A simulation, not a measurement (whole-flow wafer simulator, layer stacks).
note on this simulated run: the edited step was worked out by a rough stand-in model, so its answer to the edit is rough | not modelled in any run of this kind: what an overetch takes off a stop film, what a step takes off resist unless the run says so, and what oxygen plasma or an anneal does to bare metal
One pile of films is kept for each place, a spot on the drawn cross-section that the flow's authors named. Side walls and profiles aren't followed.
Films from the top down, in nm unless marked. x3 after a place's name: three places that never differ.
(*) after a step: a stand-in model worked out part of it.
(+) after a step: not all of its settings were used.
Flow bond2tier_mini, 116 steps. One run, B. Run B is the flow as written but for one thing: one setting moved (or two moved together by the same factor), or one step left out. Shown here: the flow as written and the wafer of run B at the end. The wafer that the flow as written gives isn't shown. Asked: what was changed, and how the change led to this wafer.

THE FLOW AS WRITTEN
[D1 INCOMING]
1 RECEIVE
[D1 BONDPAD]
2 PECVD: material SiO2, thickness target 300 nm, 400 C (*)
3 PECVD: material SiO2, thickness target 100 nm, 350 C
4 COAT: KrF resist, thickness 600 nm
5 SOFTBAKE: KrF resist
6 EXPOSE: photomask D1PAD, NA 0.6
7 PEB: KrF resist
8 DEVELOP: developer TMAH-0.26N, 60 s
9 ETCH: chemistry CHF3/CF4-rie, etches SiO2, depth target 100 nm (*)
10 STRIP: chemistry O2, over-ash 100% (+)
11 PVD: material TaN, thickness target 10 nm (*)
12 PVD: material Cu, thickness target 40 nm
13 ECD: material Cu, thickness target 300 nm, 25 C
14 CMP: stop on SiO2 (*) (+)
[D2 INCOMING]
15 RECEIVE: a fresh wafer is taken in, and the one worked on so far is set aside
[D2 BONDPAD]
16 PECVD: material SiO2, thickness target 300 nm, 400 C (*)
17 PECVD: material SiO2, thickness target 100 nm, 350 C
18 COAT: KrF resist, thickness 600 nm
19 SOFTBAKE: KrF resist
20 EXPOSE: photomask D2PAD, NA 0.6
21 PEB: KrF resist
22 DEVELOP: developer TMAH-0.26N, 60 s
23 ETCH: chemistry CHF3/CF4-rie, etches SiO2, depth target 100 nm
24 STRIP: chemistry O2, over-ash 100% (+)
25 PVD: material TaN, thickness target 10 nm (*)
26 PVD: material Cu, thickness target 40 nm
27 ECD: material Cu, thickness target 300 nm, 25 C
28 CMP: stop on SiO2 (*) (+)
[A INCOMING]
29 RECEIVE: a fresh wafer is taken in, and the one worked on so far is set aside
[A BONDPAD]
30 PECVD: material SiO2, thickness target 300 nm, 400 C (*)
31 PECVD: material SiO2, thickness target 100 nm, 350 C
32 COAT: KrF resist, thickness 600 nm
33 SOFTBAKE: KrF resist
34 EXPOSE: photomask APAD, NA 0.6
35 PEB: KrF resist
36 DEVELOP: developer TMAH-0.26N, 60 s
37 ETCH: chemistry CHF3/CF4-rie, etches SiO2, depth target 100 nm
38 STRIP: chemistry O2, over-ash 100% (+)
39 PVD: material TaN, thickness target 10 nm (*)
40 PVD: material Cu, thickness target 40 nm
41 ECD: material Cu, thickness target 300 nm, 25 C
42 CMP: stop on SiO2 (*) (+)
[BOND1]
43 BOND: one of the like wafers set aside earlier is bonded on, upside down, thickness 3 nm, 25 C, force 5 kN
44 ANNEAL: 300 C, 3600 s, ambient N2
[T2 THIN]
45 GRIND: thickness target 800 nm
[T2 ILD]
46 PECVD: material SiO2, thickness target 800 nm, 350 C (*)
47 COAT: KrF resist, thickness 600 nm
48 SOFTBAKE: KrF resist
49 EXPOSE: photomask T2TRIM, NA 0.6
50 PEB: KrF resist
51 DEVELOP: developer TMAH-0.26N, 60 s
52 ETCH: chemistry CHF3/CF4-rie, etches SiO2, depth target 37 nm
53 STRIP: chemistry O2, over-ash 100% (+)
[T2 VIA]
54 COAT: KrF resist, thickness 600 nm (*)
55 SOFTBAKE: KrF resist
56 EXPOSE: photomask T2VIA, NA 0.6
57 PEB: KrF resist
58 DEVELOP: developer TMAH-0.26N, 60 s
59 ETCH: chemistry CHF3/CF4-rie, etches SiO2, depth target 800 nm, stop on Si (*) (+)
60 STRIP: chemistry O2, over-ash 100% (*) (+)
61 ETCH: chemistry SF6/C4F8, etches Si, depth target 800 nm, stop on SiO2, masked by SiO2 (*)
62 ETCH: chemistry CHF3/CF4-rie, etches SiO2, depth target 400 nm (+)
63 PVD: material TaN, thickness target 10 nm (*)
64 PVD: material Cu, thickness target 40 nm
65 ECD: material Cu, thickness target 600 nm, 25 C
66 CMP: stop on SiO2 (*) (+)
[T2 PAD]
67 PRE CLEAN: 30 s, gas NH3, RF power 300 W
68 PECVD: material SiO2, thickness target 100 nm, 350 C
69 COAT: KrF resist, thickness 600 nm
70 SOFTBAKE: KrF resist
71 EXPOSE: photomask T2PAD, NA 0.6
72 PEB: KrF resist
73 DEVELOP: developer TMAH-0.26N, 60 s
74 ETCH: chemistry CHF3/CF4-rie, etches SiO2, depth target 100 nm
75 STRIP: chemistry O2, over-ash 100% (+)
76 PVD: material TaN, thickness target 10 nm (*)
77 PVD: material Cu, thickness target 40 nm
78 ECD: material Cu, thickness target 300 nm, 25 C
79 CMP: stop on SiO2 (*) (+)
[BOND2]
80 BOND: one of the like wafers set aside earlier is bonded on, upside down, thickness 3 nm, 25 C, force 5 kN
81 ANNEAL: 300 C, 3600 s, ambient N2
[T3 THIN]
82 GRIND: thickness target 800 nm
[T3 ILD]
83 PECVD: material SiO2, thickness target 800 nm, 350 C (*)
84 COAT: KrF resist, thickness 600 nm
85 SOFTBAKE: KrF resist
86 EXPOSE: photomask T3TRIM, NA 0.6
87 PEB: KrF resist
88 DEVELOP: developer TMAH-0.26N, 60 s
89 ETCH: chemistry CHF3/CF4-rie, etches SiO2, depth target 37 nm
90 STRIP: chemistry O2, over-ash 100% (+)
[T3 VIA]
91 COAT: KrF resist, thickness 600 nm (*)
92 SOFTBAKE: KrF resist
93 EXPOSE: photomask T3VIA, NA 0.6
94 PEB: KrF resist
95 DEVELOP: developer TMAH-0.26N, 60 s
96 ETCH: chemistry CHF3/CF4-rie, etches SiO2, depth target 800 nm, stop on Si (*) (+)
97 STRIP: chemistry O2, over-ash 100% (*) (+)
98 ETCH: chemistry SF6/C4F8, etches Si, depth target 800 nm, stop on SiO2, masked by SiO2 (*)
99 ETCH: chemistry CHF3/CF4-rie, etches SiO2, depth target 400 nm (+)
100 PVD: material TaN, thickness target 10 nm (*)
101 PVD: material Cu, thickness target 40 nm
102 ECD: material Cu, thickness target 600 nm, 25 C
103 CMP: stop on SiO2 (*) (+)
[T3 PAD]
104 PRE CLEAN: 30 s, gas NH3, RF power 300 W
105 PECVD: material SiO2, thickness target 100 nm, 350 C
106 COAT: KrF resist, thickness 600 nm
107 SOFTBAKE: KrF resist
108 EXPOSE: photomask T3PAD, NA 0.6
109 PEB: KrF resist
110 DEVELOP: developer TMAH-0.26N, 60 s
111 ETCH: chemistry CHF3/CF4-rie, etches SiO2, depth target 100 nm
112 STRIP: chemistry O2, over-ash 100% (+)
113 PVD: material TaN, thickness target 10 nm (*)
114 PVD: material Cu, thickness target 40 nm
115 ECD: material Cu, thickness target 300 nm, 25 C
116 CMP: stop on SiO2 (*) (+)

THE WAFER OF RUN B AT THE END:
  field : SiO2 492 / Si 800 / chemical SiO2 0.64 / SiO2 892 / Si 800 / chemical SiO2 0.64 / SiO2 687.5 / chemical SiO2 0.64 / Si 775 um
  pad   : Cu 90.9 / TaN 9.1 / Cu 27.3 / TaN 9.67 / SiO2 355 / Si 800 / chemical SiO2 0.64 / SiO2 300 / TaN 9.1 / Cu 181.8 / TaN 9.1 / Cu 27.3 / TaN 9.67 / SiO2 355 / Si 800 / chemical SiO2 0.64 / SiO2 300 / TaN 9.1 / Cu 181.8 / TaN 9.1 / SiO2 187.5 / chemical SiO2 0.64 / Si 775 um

The cause: step 30, PECVD: thickness target 187.5 nm was run, where the flow has thickness target 300 nm.
It can be read off the wafer: pad has SiO2 187.5, and step 30 as written asks for 300 nm.

How the change led to this, step by step:
  30 PECVD: material SiO2, thickness target 300 nm, 400 C (*)
      field, pad, via: SiO2 +187.5 (new film) (as written it would be: SiO2 +300 (new film))
